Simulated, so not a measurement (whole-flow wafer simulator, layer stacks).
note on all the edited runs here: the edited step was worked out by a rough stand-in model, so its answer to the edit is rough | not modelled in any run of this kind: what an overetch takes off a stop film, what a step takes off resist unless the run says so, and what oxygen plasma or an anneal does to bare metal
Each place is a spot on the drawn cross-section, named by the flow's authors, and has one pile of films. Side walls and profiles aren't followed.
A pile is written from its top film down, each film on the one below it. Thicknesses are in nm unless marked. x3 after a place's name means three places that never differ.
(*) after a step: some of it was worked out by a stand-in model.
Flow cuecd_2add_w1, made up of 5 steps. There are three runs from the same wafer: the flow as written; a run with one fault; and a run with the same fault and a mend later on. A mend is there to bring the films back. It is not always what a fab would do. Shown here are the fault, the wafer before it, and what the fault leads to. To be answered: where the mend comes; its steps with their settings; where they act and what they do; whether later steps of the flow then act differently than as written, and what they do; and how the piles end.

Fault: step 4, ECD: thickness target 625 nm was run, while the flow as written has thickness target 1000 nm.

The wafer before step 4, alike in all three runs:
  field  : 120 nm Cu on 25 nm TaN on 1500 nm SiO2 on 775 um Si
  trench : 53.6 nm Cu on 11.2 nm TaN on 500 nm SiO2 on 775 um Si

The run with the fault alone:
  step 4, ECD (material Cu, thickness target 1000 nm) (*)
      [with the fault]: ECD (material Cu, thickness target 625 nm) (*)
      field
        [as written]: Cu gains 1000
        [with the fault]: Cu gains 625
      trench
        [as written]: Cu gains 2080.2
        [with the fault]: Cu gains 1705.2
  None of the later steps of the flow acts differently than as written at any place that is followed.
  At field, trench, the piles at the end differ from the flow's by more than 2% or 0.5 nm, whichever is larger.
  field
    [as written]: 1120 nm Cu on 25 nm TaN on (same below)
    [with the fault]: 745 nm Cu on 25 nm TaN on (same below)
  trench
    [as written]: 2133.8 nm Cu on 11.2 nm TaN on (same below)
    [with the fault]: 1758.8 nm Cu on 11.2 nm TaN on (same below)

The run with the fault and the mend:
  After step 5 comes the mend.
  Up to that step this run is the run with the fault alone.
  step 5a, ECD (material Cu, thickness target 375 nm) (a further turn of the flow's step 4, with different settings)
      field, trench
        Cu gains 375
  None of the later steps of the flow acts differently than as written at any place that is followed.
  At every place that both follow, the piles at the end match the flow's.
